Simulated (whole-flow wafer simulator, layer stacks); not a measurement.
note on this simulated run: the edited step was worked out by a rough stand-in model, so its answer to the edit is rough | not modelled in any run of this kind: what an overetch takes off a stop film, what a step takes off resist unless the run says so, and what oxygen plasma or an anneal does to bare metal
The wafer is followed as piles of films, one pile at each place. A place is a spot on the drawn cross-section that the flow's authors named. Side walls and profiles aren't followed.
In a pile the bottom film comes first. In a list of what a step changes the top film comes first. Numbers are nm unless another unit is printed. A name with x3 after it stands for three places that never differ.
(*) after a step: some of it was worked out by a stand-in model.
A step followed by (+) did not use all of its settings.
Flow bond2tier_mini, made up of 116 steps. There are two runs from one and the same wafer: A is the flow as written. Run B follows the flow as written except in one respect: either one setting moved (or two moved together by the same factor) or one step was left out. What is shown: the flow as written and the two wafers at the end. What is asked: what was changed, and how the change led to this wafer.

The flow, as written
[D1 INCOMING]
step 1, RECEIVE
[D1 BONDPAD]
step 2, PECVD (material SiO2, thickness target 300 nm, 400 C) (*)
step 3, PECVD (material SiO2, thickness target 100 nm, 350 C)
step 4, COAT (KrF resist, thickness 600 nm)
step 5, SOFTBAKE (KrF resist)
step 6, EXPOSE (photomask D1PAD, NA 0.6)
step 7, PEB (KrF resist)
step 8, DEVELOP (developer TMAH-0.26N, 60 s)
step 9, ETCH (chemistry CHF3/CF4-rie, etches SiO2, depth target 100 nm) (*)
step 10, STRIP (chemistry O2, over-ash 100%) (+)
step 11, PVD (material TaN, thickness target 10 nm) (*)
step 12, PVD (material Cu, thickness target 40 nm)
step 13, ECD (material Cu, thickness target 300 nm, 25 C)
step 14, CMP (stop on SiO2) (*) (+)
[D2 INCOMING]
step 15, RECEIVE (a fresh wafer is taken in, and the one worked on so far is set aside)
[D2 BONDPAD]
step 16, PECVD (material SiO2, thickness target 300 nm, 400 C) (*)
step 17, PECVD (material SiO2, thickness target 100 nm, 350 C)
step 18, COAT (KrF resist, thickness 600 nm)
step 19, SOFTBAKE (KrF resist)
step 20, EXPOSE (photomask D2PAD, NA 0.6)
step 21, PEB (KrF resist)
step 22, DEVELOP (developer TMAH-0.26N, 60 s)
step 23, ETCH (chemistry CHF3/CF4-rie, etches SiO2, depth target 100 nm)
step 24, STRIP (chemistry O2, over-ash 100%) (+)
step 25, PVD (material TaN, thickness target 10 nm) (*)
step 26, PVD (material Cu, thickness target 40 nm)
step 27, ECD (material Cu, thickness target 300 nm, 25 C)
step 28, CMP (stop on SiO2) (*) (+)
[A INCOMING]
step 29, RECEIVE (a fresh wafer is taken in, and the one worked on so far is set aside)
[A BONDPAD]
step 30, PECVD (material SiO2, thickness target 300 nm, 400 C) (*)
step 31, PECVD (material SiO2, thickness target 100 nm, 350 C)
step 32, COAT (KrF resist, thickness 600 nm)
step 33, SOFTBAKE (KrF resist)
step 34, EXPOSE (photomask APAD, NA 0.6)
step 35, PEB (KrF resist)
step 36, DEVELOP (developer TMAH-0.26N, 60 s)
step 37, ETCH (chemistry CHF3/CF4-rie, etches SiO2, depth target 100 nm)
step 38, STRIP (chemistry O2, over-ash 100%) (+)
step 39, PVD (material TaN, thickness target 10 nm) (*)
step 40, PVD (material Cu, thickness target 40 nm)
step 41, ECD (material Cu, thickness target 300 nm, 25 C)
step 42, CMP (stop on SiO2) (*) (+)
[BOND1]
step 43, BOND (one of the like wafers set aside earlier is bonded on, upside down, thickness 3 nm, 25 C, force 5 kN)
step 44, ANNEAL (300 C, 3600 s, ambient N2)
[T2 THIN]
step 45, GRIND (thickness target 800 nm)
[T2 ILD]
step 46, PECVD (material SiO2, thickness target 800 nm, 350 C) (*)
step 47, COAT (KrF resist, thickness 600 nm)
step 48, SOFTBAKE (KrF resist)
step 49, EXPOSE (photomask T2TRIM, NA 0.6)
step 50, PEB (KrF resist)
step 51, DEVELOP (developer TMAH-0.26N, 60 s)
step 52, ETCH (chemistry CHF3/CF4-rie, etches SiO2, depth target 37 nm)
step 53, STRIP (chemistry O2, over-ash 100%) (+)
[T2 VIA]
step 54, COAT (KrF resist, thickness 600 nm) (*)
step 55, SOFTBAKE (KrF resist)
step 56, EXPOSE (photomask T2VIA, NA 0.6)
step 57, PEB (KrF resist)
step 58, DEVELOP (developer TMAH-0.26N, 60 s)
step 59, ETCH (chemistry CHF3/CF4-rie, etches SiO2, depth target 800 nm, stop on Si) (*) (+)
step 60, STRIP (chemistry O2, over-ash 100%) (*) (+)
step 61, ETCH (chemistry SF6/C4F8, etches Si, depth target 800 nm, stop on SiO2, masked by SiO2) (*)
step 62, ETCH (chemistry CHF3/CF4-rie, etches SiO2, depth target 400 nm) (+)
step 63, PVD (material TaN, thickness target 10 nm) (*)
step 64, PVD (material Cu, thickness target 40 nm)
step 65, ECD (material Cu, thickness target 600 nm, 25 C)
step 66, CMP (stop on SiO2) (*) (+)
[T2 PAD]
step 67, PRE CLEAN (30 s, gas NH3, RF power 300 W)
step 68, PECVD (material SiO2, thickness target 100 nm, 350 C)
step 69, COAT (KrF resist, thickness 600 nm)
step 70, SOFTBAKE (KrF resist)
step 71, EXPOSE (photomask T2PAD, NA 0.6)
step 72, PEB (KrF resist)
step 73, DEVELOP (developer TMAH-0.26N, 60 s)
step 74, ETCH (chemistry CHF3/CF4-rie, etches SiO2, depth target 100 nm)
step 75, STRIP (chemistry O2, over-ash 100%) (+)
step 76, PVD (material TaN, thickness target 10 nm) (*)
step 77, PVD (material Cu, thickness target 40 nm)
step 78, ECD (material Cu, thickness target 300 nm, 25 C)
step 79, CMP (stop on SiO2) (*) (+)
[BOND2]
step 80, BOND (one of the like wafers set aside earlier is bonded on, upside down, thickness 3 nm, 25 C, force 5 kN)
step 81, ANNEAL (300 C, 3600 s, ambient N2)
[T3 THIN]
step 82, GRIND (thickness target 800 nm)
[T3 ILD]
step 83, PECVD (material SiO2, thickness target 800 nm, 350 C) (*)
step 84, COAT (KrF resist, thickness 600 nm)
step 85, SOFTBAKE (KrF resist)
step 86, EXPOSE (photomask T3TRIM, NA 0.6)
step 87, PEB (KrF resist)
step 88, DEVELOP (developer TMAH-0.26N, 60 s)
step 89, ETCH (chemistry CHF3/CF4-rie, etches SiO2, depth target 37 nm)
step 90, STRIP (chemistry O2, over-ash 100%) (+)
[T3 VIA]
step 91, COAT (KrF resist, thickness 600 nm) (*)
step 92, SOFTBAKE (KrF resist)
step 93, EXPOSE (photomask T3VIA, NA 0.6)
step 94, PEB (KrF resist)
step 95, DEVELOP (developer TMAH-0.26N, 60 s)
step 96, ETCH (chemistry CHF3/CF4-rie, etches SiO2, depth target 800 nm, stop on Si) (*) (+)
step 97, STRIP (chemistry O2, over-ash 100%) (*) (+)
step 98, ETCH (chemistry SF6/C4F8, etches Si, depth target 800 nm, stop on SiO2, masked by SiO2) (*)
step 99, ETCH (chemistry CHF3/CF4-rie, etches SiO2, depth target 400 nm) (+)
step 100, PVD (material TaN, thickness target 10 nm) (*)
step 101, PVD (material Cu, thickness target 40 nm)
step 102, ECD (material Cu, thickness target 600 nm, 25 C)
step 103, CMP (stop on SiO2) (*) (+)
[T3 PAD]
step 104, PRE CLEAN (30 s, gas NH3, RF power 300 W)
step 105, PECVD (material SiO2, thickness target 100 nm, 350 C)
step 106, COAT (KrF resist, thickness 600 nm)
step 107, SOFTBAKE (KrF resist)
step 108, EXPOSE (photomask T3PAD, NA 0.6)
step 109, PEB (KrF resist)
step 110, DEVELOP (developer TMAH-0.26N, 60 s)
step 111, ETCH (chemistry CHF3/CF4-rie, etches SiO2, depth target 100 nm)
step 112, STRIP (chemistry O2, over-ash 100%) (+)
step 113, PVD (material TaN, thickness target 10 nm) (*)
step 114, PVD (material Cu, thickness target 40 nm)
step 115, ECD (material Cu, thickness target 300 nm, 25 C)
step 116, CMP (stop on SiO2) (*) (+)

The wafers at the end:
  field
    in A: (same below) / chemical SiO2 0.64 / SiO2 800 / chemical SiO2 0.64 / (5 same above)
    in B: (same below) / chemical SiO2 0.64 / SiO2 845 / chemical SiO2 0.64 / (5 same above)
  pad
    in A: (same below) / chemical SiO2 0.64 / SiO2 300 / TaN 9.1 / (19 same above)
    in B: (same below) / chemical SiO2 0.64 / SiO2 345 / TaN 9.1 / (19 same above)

What caused this: step 30, PECVD: thickness target 345 nm was run, while the flow as written has thickness target 300 nm.
The wafer lets one read it off: pad has SiO2 345, and step 30 as written asks for 300 nm.

How this came from the change, step by step:
  step 30, PECVD (material SiO2, thickness target 300 nm, 400 C) (*)
      field, pad, via: A SiO2 gains 300 (new film) | B SiO2 gains 345 (new film)
